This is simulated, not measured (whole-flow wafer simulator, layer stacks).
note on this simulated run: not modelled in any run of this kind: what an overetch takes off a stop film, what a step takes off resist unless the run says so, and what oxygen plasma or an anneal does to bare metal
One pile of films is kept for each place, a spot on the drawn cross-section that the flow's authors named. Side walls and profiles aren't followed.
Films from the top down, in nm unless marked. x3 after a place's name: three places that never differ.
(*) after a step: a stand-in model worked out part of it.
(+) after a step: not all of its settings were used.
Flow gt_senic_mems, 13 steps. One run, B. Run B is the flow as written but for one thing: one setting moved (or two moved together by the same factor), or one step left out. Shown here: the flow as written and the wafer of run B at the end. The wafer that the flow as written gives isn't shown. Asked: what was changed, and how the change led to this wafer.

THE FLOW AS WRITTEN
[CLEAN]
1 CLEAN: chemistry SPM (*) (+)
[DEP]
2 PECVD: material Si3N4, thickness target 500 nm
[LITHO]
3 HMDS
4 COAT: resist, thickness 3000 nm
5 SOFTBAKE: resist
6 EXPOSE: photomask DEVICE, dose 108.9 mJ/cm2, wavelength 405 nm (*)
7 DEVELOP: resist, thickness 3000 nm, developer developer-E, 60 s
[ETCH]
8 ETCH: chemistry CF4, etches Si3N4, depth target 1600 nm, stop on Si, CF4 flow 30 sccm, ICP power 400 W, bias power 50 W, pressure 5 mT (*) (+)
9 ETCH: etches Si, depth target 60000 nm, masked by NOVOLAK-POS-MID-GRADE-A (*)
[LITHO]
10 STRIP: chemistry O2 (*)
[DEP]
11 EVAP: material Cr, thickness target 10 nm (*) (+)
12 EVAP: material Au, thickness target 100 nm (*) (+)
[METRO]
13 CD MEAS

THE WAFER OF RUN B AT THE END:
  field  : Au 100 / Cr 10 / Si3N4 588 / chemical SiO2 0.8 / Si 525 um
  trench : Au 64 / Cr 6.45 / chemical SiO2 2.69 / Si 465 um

The cause: step 2, PECVD: thickness target 588 nm was run, where the flow has thickness target 500 nm.
It can be read off the wafer: field has Si3N4 588, and step 2 as written asks for 500 nm.

How the change led to this, step by step:
  2 PECVD: material Si3N4, thickness target 500 nm
      field, trench: Si3N4 +588 (new film) (as written it would be: Si3N4 +500 (new film))
  8 ETCH: chemistry CF4, etches Si3N4, depth target 1600 nm, stop on Si, CF4 flow 30 sccm, ICP power 400 W, bias power 50 W, pressure 5 mT (*) (+)
      field: resist -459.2 (as written it would be: resist -400.5)
      trench: Si3N4 -588 (all of it), chemical SiO2 -0.8 (all of it) (as written it would be: Si3N4 -500 (all of it), chemical SiO2 -0.8 (all of it))
  10 STRIP: chemistry O2 (*)
      field: resist -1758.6 (all of it) (as written it would be: resist -1817.3 (all of it))
